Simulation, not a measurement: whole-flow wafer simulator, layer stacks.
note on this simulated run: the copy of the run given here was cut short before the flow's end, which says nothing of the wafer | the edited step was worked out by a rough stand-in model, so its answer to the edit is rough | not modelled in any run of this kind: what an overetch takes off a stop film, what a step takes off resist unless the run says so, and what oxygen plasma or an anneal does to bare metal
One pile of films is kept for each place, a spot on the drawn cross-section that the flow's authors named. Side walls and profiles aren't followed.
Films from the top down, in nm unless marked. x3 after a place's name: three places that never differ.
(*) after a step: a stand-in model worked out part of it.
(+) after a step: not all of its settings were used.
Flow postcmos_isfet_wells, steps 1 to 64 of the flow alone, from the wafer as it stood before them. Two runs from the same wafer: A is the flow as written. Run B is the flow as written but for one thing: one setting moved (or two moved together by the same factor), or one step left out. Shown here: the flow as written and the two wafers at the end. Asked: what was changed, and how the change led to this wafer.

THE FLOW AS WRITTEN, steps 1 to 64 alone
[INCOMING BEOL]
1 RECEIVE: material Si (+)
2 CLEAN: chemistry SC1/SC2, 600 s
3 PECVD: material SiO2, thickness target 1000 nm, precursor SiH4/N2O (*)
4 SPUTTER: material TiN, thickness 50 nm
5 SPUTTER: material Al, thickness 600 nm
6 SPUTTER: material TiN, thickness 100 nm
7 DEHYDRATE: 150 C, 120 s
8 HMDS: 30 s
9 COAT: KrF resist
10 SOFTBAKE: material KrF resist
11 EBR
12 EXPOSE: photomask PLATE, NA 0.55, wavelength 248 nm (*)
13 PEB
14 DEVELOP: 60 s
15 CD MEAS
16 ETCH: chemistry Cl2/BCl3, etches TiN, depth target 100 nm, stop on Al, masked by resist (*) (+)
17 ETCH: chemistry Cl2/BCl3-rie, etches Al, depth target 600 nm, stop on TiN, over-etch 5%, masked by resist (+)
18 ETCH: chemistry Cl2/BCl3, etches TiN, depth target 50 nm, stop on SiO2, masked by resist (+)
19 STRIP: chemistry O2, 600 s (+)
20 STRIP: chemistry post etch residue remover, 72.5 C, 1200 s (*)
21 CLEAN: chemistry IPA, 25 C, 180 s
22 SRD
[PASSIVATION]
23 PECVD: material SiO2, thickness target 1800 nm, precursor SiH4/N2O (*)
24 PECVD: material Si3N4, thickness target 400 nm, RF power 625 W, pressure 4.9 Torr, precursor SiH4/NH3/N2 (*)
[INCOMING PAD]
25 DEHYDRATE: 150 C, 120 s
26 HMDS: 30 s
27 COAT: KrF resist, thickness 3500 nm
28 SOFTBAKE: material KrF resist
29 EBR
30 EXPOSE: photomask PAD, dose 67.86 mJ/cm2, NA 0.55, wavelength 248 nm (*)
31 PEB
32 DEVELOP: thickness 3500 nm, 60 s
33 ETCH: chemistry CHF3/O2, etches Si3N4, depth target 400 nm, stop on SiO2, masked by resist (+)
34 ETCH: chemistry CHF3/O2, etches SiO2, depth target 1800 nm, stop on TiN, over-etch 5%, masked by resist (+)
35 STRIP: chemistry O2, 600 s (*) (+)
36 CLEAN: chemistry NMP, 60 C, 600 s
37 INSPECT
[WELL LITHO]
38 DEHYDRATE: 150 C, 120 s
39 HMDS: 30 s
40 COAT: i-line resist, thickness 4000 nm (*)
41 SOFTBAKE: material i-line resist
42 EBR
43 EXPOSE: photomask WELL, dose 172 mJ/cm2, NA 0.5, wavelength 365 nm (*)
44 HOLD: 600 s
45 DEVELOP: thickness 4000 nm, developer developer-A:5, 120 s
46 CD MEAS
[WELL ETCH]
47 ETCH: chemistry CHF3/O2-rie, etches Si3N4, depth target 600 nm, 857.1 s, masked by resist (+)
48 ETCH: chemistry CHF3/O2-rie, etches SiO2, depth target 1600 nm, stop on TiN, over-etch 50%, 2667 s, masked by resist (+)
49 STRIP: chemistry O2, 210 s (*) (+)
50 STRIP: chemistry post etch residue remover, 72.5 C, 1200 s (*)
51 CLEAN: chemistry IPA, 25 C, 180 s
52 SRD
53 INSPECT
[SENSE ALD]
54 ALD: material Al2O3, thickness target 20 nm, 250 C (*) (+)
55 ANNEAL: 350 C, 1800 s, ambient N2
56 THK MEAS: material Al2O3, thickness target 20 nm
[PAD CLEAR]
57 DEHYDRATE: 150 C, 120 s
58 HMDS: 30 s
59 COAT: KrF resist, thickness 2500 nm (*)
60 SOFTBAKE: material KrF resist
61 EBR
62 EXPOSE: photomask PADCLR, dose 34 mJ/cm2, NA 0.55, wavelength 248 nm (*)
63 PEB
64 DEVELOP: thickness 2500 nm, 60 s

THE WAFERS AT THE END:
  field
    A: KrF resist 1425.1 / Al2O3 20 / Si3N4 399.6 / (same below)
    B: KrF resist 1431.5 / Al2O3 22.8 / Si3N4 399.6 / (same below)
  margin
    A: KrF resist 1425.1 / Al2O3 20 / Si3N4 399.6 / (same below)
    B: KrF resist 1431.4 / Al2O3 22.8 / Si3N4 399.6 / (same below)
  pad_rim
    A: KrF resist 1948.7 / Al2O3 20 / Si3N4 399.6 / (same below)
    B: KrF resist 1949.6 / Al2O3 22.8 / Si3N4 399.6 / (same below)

The cause: step 54, ALD: thickness target 22.8 nm was run, where the flow has thickness target 20 nm.
It can be read off the wafer: field has Al2O3 22.8, and step 54 as written asks for 20 nm.

How the change led to this, step by step:
  54 ALD: material Al2O3, thickness target 20 nm, 250 C (*) (+)
      field, margin, well900, well1300 x3, pad_rim, pad_clr, pad_open: A Al2O3 +20 (new film) | B Al2O3 +22.8 (new film)
